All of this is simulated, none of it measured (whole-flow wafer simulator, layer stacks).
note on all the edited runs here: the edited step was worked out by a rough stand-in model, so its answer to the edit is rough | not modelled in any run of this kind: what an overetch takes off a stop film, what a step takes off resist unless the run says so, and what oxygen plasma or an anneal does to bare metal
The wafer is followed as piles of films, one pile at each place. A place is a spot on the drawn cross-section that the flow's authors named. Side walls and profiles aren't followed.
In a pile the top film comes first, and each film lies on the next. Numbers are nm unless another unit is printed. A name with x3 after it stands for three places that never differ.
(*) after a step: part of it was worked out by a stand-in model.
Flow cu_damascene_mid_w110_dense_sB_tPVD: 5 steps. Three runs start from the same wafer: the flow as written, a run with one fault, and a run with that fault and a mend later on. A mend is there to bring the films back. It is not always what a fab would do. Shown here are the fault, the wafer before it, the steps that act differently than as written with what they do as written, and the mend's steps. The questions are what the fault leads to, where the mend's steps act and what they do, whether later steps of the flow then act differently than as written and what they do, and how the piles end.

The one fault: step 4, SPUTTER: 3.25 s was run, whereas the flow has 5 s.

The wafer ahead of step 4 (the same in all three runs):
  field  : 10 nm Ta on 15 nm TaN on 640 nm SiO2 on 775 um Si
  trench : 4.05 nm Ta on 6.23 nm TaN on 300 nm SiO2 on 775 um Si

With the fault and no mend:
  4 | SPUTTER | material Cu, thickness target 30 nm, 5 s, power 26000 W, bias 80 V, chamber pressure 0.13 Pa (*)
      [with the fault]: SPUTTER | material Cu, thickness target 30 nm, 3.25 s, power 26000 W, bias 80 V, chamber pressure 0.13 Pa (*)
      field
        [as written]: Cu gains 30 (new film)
        [with the fault]: Cu gains 19.5 (new film)
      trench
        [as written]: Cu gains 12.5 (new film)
        [with the fault]: Cu gains 8.11 (new film)
  None of the later steps of the flow differs from how it acts as written, at any place that is followed, by more than 2% or 0.5 nm, whichever is larger.
  By the end, the piles at field, trench depart from the flow's by more than 2% or 0.5 nm, whichever is larger.
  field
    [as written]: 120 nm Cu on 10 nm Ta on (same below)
    [with the fault]: 109.5 nm Cu on 10 nm Ta on (same below)
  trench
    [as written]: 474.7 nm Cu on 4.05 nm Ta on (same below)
    [with the fault]: 464.2 nm Cu on 4.05 nm Ta on (same below)

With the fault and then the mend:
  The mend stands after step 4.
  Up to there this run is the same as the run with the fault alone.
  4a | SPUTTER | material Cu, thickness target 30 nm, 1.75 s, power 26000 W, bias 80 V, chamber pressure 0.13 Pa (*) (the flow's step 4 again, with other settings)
      field
        Cu gains 10.5
      trench
        Cu gains 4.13
  None of the later steps of the flow differs from how it acts as written, at any place that is followed, by more than 2% or 0.5 nm, whichever is larger.
  By the end, the piles equal the flow's at every place that both follow.
